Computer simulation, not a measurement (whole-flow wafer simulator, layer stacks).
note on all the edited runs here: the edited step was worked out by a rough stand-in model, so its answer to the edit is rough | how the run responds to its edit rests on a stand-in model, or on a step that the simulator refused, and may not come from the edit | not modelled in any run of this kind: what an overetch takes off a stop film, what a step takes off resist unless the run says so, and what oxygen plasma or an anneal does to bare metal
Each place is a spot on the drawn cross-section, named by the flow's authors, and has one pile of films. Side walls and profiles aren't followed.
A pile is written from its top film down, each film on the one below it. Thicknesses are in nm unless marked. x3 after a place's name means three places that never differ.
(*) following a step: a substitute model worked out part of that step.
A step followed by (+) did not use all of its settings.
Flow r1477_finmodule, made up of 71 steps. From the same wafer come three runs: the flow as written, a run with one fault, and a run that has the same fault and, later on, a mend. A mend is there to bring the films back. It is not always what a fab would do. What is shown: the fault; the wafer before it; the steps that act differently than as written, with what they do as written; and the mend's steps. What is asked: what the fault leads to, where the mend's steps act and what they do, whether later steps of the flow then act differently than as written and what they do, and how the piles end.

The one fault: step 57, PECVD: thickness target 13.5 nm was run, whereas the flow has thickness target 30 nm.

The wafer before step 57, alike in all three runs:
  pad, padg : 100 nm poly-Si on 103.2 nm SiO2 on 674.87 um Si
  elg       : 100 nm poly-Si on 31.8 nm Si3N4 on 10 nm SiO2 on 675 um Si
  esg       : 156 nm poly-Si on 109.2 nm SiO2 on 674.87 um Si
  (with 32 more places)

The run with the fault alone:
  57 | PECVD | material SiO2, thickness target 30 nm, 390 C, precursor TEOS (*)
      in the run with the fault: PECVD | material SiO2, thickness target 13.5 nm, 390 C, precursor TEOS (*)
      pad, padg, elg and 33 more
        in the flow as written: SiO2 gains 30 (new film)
        in the run with the fault: SiO2 gains 13.5 (new film)
  Steps later in the flow that act otherwise than as written (3 other steps are not shown; they differ only slightly, by no more than 2% or 0.5 nm, whichever is larger):
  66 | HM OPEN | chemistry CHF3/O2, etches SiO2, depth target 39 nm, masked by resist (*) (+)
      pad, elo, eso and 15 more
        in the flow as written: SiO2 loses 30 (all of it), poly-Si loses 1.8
        in the run with the fault: SiO2 loses 13.5 (all of it), poly-Si loses 1.35
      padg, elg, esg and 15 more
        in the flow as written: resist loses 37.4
        in the run with the fault: resist loses 19.4
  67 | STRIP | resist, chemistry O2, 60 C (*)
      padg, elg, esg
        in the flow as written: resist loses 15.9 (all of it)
        in the run with the fault: resist loses 33.9 (all of it)
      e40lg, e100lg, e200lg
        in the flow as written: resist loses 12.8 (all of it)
        in the run with the fault: resist loses 30.7 (all of it)
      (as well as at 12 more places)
  By the end, the piles at padg, elg, esg and 15 more depart from the flow's by more than 2% or 0.5 nm, whichever is larger.
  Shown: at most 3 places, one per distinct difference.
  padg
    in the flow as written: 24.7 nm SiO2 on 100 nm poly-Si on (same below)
    in the run with the fault: 8.2 nm SiO2 on 100 nm poly-Si on (same below)
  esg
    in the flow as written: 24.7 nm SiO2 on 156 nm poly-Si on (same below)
    in the run with the fault: 8.2 nm SiO2 on 156 nm poly-Si on (same below)
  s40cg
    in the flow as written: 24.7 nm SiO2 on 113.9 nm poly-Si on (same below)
    in the run with the fault: 8.2 nm SiO2 on 113.9 nm poly-Si on (same below)

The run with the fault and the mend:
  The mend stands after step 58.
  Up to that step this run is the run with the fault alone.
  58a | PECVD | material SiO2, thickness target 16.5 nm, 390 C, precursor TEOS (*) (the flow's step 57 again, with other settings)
      pad, padg, elg and 33 more
        SiO2 gains 16.5
  None of the later steps of the flow acts differently than as written at any place that is followed.
  The piles end the same as the flow's at every place that both follow.
